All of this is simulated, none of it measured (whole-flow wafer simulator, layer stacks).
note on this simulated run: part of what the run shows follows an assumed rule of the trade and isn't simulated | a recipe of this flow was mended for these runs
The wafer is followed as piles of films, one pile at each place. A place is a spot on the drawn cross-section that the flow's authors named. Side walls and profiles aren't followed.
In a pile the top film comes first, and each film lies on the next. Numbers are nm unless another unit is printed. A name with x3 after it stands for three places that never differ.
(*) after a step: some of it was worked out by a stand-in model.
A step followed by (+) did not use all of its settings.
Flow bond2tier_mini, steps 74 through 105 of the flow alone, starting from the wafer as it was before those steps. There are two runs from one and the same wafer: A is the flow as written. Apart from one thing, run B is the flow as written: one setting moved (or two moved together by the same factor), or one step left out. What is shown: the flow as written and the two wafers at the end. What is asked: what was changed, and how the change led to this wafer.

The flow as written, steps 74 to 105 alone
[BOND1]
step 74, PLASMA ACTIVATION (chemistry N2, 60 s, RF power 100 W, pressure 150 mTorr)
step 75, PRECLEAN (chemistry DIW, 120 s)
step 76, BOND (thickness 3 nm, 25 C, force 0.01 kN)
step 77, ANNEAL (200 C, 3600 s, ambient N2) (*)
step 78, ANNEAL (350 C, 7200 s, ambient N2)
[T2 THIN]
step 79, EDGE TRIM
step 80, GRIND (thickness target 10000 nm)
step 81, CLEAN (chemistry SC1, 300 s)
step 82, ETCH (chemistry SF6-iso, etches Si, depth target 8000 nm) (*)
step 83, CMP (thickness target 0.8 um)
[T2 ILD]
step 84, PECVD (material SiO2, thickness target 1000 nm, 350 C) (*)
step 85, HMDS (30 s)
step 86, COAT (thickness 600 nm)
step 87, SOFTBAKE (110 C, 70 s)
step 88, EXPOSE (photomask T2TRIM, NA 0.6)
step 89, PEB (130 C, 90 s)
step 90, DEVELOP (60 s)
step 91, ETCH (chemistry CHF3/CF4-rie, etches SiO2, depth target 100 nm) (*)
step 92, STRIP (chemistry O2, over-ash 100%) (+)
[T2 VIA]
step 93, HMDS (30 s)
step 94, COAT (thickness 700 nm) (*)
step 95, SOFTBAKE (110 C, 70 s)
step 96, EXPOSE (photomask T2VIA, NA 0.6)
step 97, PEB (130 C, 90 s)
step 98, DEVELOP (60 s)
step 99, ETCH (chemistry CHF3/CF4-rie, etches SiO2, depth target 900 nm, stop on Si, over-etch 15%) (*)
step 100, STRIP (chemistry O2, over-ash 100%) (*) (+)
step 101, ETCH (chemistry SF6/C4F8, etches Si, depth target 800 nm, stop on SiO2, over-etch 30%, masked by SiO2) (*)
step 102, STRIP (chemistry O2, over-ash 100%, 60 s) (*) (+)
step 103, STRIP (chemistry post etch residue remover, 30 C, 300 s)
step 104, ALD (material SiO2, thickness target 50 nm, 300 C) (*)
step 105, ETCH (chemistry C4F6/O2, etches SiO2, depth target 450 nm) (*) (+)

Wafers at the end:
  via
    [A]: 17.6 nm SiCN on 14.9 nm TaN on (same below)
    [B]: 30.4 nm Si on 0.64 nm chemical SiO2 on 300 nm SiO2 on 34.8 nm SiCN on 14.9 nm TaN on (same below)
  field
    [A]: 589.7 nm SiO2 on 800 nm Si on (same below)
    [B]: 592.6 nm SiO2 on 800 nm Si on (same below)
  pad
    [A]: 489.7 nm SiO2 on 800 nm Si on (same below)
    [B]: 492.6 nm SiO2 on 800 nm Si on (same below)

The reason: step 101, ETCH: depth target 568 nm was run, while the flow as written has depth target 800 nm.

Step by step, how the change led to this:
  step 101, ETCH (chemistry SF6/C4F8, etches Si, depth target 800 nm, stop on SiO2, over-etch 30%, masked by SiO2) (*)
      via: A Si loses 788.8 (all of it), chemical SiO2 loses 0.64 (all of it), SiO2 loses 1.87 | B Si loses 738.4
      field, pad: A SiO2 loses 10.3 | B SiO2 loses 7.38
  step 104, ALD (material SiO2, thickness target 50 nm, 300 C) (*)
      via: A SiO2 gains 50 | B SiO2 gains 50 (new film)
  step 105, ETCH (chemistry C4F6/O2, etches SiO2, depth target 450 nm) (*) (+)
      via: A SiO2 loses 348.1 (all of it), SiCN loses 17.2 | B SiO2 loses 50 (all of it), Si loses 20
